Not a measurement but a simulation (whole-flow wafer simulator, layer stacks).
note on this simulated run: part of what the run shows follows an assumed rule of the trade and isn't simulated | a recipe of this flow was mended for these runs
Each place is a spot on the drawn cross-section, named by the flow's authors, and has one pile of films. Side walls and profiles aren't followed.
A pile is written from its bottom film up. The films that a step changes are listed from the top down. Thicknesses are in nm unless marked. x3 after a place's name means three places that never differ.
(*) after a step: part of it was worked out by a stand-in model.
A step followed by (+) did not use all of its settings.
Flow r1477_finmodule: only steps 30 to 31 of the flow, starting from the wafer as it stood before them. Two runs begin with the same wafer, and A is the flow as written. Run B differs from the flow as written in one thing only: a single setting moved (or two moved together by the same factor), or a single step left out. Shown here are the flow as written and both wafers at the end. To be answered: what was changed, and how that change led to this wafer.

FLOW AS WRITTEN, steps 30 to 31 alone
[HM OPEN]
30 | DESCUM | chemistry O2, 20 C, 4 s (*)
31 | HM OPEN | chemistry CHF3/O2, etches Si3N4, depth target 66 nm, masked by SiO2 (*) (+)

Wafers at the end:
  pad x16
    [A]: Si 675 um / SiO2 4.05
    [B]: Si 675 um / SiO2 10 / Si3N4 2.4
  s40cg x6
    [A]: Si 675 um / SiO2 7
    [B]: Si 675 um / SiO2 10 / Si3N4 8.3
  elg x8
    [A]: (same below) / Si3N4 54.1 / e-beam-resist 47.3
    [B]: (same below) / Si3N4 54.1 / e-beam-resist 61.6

The reason: step 31, HM OPEN: depth target 51.7 nm was run, though the flow has depth target 66 nm.

Step by step, how the change led to this:
  31 | HM OPEN | chemistry CHF3/O2, etches Si3N4, depth target 66 nm, masked by SiO2 (*) (+)
      pad x16: A Si3N4 loses 54.1 (all of it), SiO2 loses 5.95 | B Si3N4 loses 51.7
      s40cg x6: A Si3N4 loses 60 (all of it), SiO2 loses 3 | B Si3N4 loses 51.7
      (also at 14 further places)
